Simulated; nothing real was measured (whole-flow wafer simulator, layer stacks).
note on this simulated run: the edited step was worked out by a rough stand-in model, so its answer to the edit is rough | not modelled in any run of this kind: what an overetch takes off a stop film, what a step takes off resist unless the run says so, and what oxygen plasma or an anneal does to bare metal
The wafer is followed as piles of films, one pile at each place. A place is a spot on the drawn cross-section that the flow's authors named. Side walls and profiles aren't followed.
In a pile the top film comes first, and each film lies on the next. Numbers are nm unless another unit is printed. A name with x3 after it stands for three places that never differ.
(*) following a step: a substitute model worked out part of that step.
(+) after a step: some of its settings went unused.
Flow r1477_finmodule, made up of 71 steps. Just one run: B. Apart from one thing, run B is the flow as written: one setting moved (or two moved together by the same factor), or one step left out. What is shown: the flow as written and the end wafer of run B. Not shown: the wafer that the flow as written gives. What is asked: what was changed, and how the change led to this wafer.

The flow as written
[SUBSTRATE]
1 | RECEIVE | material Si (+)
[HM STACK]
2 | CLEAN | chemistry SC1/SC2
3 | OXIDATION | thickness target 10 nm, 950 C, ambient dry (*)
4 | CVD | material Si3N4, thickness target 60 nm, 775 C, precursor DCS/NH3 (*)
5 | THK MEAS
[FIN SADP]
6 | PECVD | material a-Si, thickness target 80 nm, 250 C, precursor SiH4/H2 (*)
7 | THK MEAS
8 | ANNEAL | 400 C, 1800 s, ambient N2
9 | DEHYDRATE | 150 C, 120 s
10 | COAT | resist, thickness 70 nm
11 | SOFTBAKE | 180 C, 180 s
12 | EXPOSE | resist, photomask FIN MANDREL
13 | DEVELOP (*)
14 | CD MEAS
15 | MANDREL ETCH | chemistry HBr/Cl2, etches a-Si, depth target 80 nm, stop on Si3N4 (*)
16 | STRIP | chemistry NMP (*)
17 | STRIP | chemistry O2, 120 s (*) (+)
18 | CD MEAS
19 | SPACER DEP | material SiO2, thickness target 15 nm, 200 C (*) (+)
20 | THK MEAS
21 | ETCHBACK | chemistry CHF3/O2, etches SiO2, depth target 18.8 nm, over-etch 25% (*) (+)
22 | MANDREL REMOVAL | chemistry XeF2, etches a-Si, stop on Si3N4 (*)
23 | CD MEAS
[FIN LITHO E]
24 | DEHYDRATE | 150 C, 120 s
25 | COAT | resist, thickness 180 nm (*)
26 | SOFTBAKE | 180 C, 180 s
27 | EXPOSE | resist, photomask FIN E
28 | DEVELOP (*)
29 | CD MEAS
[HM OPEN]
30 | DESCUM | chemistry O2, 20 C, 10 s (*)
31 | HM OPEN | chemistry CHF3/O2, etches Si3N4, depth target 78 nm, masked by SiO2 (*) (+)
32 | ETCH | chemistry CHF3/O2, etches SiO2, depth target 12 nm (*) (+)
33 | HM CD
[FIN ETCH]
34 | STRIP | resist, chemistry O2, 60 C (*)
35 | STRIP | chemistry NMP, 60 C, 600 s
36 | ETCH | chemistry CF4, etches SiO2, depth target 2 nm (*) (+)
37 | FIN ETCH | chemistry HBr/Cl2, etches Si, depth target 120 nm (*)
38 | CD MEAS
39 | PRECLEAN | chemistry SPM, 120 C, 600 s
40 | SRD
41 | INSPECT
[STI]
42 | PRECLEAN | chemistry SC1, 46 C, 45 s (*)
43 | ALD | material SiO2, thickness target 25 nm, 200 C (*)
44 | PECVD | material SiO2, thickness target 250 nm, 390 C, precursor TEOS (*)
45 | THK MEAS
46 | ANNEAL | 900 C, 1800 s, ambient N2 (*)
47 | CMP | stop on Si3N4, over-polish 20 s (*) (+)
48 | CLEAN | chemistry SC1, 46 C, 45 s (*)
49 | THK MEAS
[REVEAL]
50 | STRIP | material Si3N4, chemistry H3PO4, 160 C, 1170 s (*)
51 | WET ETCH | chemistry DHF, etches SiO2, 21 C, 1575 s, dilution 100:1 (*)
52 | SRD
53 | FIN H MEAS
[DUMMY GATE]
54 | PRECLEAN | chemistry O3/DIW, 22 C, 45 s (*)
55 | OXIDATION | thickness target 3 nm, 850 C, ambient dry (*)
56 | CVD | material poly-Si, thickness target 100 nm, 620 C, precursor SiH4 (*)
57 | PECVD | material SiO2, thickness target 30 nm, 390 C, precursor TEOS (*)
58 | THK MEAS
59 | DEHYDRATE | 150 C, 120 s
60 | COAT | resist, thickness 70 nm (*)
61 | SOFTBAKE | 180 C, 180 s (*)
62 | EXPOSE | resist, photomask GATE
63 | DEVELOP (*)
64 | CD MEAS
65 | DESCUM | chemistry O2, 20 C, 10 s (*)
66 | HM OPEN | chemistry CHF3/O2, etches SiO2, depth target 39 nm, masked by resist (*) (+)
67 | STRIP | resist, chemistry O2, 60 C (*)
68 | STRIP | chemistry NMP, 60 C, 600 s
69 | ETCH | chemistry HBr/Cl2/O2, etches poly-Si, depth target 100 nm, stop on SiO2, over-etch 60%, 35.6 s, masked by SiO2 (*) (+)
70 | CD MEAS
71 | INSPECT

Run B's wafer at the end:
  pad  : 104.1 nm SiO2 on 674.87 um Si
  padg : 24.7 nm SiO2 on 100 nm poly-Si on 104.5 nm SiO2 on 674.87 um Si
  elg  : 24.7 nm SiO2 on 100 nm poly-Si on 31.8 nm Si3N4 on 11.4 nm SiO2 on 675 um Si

Cause: step 3, OXIDATION: thickness target 11.4 nm was run, though the flow has thickness target 10 nm.
The wafer lets one read it off: elg has SiO2 11.4, and step 3 as written asks for 10 nm.

Step by step, how the change led to this:
  3 | OXIDATION | thickness target 10 nm, 950 C, ambient dry (*)
      pad, padg, elg and 33 more: +11.4 SiO2 (new film), -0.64 chemical SiO2 (all of it), -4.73 Si (it would be, as written: +10 SiO2 (new film), -0.64 chemical SiO2 (all of it), -4.12 Si)
  31 | HM OPEN | chemistry CHF3/O2, etches Si3N4, depth target 78 nm, masked by SiO2 (*) (+)
      pad, padg, esg and 13 more: -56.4 Si3N4 (all of it), -10.8 SiO2 (it would be, as written: -56.4 Si3N4 (all of it), -10 SiO2 (all of it))
  32 | ETCH | chemistry CHF3/O2, etches SiO2, depth target 12 nm (*) (+)
      pad, padg, e40sg and 11 more: -0.59 SiO2 (all of it), -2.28 Si (it would be, as written: -2.4 Si)
      esg, eso: -0.59 SiO2 (all of it), -2.28 Si (it would be, as written: -1.77 Si)
      (also at 6 further places)
  47 | CMP | stop on Si3N4, over-polish 20 s (*) (+)
      eso: -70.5 SiO2 (it would be, as written: -72.4 SiO2)
  51 | WET ETCH | chemistry DHF, etches SiO2, 21 C, 1575 s, dilution 100:1 (*)
      s40sg_line, s45sg_line, s50sg_line, s40so_line, s45so_line, s50so_line: -10 SiO2 (all of it) (it would be, as written: -8.63 SiO2 (all of it))
  67 | STRIP | resist, chemistry O2, 60 C (*)
      s40sg: -35.6 resist (all of it) (it would be, as written: -36.9 resist (all of it))
      s45sg: -35.5 resist (all of it) (it would be, as written: -36.9 resist (all of it))
      (also at 1 further place)
